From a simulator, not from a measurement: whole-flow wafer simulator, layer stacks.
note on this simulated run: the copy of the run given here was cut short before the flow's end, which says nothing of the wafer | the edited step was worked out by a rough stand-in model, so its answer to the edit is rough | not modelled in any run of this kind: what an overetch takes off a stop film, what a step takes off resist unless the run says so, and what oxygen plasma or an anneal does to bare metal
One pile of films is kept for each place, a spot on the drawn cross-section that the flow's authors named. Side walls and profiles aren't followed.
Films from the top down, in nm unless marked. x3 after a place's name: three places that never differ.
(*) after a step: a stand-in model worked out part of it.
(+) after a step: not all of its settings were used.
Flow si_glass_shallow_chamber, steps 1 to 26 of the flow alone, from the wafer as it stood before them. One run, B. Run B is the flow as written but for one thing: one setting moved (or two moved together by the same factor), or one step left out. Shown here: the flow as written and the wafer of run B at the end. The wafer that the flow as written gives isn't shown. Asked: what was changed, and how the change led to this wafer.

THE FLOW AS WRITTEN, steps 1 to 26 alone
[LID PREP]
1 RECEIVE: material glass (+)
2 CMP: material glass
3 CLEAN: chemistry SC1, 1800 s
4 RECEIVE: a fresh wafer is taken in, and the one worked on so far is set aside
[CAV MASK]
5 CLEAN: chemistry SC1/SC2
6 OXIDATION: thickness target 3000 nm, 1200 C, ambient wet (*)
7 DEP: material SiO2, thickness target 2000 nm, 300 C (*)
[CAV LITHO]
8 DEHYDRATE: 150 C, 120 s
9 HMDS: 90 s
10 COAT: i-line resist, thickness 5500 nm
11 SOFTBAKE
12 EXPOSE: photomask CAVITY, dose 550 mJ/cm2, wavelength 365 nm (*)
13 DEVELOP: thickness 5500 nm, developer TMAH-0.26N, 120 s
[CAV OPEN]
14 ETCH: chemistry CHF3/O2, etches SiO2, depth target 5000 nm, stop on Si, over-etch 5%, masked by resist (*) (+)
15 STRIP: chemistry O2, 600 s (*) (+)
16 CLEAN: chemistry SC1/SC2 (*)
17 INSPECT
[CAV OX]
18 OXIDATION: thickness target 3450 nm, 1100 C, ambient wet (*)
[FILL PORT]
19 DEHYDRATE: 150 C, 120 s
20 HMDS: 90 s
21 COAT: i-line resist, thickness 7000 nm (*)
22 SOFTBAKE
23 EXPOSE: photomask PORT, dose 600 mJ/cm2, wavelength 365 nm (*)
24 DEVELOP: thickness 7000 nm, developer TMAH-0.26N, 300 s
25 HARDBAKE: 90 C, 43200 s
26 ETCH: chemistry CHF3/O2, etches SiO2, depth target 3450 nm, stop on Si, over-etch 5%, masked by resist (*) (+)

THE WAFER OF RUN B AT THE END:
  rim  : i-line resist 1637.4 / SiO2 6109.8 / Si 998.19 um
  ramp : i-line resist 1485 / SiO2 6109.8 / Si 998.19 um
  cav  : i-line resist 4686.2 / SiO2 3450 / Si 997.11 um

The cause: step 26, ETCH: over-etch 7.38% was run, where the flow has over-etch 5%.

How the change led to this, step by step:
  26 ETCH: chemistry CHF3/O2, etches SiO2, depth target 3450 nm, stop on Si, over-etch 5%, masked by resist (*) (+)
      rim, ramp, cav, ring: i-line resist -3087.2 (as written it would be: i-line resist -3018.8)
      port: SiO2 -3450 (all of it), Si -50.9 (as written it would be: SiO2 -3450 (all of it), Si -34.5)
      (and at 1 more place)
